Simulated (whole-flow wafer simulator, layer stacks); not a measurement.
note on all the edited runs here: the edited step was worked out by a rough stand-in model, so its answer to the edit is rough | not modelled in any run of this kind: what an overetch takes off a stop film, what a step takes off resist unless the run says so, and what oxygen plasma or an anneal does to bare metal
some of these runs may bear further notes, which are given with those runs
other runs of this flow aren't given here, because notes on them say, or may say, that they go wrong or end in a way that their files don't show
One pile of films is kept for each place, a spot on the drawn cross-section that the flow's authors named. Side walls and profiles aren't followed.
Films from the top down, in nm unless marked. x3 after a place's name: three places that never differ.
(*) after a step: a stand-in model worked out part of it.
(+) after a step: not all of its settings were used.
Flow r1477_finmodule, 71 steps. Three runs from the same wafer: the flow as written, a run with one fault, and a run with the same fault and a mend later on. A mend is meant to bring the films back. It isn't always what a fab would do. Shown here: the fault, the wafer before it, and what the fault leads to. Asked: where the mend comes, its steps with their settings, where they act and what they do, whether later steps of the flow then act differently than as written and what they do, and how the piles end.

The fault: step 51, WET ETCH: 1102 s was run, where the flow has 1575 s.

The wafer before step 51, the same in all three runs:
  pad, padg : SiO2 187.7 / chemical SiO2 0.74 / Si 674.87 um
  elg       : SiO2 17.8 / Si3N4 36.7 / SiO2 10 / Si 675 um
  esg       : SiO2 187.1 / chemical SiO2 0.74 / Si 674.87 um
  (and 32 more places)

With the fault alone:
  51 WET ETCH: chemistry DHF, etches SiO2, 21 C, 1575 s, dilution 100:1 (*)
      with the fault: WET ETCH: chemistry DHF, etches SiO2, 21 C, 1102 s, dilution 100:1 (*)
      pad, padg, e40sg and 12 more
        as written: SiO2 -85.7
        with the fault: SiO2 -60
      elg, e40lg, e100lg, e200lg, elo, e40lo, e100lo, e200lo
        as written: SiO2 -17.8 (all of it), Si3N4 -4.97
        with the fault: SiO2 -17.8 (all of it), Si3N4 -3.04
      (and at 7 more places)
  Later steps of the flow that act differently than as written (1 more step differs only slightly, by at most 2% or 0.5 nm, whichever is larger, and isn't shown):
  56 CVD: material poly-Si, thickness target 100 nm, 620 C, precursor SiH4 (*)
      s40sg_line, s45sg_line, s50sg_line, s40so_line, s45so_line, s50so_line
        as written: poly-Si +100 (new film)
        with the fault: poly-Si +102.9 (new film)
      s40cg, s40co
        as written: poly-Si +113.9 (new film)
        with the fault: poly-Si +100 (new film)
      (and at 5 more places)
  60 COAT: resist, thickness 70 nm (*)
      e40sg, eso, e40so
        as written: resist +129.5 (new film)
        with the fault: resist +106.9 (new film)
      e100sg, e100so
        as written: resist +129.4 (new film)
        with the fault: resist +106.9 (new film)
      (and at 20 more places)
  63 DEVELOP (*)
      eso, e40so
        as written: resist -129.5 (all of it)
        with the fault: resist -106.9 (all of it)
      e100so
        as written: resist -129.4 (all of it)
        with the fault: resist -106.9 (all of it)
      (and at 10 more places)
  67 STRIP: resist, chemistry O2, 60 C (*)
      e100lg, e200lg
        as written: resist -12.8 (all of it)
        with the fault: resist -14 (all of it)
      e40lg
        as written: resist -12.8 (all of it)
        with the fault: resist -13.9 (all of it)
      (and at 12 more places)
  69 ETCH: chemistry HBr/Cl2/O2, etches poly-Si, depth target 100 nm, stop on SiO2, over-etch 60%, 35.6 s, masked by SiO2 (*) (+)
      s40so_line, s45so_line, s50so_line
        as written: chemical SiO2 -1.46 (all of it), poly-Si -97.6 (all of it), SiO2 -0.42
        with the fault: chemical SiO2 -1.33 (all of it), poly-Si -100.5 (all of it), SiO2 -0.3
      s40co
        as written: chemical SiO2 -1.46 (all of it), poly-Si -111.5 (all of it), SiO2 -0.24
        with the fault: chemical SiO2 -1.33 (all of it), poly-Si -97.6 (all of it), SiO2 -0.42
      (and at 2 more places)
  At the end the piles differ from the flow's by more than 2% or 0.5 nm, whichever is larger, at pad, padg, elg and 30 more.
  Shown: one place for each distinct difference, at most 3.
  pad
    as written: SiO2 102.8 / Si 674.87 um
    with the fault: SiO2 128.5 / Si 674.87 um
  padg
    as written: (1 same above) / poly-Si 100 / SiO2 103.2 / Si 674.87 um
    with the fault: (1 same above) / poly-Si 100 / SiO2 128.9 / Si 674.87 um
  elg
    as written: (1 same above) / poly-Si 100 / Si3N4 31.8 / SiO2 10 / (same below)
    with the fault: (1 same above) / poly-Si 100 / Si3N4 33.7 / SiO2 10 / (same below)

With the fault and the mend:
  The mend comes after step 51.
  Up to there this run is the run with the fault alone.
  51a WET ETCH: chemistry DHF, etches SiO2, 21 C, 473 s, dilution 100:1 (*) (the flow's step 51 once more, with other settings)
      pad, padg, e40sg and 12 more
        SiO2 -25.7
      elg, e40lg, e100lg, e200lg, elo, e40lo, e100lo, e200lo
        Si3N4 -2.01
      esg, s40cg, s45cg, s50cg, s40co, s45co, s50co
        SiO2 -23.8
  No later step of the flow acts differently than as written, at any place that is followed, by more than 2% or 0.5 nm, whichever is larger.
  At the end the piles differ from the flow's only slightly at the places that both follow, by at most 2% or 0.5 nm, whichever is larger.
